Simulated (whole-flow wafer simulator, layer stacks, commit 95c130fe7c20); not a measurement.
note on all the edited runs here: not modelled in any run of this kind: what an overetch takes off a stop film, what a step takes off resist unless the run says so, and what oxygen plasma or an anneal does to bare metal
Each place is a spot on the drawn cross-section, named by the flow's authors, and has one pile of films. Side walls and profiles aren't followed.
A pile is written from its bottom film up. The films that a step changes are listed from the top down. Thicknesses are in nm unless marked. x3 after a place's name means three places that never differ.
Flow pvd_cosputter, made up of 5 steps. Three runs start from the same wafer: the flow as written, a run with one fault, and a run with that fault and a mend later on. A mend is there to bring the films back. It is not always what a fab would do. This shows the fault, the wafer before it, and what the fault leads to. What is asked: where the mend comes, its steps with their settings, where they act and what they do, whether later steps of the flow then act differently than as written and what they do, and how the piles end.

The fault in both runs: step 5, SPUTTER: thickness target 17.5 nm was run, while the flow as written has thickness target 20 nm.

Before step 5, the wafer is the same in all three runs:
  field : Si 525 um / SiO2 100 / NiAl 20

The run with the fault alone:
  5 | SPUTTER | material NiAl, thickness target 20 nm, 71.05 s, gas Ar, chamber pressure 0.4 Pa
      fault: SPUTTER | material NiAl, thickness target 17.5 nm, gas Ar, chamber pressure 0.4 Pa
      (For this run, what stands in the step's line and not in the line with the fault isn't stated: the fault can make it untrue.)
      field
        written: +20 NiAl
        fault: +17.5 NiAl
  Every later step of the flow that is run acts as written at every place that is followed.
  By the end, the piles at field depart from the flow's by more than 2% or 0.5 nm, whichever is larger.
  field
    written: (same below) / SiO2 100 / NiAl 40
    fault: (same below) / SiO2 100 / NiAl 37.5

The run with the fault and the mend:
  After step 5 comes the mend.
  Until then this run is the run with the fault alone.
  5a | SPUTTER | material NiAl, thickness target 2.5 nm, gas Ar, chamber pressure 0.4 Pa (the flow's step 5 again, with other settings)
      field
        +2.5 NiAl
  Every later step of the flow that is run acts as written at every place that is followed.
  By the end, the piles equal the flow's at every place that both follow.
